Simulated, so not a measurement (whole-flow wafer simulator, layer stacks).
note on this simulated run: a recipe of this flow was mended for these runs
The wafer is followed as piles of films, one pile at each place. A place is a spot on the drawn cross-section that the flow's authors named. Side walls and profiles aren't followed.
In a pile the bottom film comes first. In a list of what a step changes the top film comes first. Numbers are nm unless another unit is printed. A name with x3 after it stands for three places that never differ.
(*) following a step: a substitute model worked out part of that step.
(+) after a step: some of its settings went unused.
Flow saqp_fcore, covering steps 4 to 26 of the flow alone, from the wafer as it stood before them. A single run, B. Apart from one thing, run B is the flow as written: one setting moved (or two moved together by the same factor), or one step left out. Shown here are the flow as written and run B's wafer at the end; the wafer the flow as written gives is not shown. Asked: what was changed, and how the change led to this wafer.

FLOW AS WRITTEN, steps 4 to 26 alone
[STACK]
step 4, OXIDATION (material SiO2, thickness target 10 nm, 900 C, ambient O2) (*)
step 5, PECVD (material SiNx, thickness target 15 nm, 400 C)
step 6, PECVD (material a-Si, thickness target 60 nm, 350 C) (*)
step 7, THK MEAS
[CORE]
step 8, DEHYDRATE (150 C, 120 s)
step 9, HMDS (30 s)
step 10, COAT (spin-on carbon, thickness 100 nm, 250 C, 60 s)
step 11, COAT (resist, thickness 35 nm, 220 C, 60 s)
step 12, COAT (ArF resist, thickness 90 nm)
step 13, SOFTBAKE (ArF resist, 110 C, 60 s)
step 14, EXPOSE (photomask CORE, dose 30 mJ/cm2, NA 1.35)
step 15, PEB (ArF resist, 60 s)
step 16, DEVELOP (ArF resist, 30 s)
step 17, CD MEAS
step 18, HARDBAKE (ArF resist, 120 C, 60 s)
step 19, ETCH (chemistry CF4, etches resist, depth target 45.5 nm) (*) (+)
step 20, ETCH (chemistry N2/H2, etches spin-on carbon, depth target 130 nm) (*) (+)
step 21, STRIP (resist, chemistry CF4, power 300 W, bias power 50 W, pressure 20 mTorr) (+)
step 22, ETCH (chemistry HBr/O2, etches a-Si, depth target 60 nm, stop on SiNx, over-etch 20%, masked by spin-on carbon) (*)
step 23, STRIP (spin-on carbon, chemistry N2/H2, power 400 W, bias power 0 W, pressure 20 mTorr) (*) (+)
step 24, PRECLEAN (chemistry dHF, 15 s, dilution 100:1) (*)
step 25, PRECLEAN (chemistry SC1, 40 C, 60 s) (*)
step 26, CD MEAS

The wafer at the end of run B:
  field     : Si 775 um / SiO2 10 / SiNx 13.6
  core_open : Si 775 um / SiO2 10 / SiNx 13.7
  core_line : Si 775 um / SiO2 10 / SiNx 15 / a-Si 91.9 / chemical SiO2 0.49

The reason: step 6, PECVD: thickness target 92.6 nm was run, while the flow as written has thickness target 60 nm.

The path from the change to this, step by step:
  step 6, PECVD (material a-Si, thickness target 60 nm, 350 C) (*)
      field, core_open, core_line: a-Si gains 92.6 (new film) (in the flow as written it would be: a-Si gains 60 (new film))
  step 22, ETCH (chemistry HBr/O2, etches a-Si, depth target 60 nm, stop on SiNx, over-etch 20%, masked by spin-on carbon) (*)
      core_open: a-Si loses 72 (all of it) (in the flow as written it would be: a-Si loses 39.4 (all of it), SiNx loses 1.3)
      field: a-Si loses 69.4 (all of it), SiNx loses 0.1 (in the flow as written it would be: a-Si loses 36.8 (all of it), SiNx loses 1.41)
      (also at 1 further place)
  step 23, STRIP (spin-on carbon, chemistry N2/H2, power 400 W, bias power 0 W, pressure 20 mTorr) (*) (+)
      core_line: spin-on carbon loses 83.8 (all of it) (in the flow as written it would be: spin-on carbon loses 88.8 (all of it))
